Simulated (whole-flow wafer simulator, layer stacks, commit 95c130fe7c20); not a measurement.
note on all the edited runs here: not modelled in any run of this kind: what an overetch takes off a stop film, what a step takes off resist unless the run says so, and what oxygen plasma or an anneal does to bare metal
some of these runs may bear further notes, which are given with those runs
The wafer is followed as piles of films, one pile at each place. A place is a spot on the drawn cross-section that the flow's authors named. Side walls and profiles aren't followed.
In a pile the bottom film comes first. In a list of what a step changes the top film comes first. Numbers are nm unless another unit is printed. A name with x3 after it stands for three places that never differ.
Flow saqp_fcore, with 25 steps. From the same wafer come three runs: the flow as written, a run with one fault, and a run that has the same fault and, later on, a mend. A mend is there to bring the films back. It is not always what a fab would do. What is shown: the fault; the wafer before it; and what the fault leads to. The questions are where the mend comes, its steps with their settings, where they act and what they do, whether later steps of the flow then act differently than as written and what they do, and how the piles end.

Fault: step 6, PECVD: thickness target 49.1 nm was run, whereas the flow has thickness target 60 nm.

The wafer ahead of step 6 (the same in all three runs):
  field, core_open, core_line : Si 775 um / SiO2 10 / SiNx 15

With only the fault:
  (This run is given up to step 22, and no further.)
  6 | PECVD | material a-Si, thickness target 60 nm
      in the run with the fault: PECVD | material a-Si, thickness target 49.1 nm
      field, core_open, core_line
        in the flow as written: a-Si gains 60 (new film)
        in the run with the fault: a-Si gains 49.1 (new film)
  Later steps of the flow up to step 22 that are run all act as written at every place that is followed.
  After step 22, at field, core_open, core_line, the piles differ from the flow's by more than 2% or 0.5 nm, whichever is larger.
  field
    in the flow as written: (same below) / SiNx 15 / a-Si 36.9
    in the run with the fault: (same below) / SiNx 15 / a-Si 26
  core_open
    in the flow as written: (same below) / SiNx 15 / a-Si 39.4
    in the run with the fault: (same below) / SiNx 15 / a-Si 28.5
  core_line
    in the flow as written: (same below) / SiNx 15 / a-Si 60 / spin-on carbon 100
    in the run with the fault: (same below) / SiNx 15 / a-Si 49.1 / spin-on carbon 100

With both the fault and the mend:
  The mend stands after step 7.
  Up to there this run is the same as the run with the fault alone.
  7a | ETCH | chemistry tmah, depth target 56.46 nm
      field, core_open, core_line
        a-Si loses 49.1 (all of it)
  7b | PECVD | material a-Si, thickness target 60 nm (a further turn of the flow's step 6)
      field, core_open, core_line
        a-Si gains 60 (new film)
  Later steps of the flow that are run all act as written at every place that is followed.
  By the end, the piles equal the flow's at every place that both follow.
